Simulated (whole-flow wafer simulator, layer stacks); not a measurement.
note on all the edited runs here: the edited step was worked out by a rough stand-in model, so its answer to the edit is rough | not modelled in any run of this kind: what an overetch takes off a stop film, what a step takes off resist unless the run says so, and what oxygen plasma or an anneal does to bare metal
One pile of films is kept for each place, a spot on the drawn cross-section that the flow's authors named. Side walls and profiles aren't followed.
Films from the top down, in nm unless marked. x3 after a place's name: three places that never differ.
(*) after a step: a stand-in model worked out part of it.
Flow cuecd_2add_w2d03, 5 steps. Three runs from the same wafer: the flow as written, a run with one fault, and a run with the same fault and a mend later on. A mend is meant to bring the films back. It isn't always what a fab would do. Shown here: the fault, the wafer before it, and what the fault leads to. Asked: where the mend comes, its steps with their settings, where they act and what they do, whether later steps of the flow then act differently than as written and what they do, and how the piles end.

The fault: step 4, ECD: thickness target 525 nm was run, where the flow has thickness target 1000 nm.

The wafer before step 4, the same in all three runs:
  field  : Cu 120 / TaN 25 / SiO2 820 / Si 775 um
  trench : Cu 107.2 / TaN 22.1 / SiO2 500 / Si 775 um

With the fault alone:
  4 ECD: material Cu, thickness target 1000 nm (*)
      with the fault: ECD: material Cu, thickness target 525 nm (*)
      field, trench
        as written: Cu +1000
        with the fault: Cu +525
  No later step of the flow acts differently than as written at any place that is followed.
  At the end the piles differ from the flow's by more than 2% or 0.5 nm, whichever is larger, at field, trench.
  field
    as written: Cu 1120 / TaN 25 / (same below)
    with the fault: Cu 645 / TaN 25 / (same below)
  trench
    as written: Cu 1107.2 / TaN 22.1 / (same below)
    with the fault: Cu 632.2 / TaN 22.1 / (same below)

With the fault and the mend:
  The mend comes after step 5.
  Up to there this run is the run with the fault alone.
  5a ECD: material Cu, thickness target 475 nm (*) (the flow's step 4 once more, with other settings)
      field, trench
        Cu +475
  No later step of the flow acts differently than as written at any place that is followed.
  At the end the piles are the same as the flow's at every place that both follow.
